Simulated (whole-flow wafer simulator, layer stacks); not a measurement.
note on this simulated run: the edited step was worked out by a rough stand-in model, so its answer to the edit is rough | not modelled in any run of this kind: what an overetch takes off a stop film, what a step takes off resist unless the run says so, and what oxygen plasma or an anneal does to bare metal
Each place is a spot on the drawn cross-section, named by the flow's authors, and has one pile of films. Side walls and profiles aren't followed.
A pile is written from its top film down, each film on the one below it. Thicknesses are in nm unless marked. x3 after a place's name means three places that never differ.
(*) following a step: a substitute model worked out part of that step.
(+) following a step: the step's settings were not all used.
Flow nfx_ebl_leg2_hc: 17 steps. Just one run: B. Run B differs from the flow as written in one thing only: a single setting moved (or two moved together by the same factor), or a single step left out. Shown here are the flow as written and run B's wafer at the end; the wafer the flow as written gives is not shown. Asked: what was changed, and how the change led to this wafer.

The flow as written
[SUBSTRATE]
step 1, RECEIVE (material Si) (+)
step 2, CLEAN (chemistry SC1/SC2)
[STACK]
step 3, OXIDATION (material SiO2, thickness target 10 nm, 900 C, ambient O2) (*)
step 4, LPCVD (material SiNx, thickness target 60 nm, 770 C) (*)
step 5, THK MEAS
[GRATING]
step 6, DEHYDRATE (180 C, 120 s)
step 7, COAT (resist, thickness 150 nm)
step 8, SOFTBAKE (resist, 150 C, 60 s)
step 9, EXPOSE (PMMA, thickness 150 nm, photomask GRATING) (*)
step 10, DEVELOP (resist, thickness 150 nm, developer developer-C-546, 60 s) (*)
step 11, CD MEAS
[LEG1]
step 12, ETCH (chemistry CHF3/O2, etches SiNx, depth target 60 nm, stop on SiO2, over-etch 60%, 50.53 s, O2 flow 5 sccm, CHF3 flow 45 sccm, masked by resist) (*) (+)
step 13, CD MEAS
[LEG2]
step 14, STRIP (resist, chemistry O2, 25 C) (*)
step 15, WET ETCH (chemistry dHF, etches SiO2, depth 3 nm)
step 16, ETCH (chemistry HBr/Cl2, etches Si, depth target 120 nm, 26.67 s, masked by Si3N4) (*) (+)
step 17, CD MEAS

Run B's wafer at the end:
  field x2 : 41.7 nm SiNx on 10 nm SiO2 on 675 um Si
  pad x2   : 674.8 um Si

The reason: step 16, ETCH: depth target 192 nm was run, though the flow has depth target 120 nm; step 16, ETCH: 42.67 s was run, where the flow has 26.67 s.

How this came from the change, step by step:
  step 16, ETCH (chemistry HBr/Cl2, etches Si, depth target 120 nm, 26.67 s, masked by Si3N4) (*) (+)
      field x2: SiNx loses 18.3 (as written it would have been: SiNx loses 11.4)
      pad x2: Si loses 192 (as written it would have been: Si loses 120)
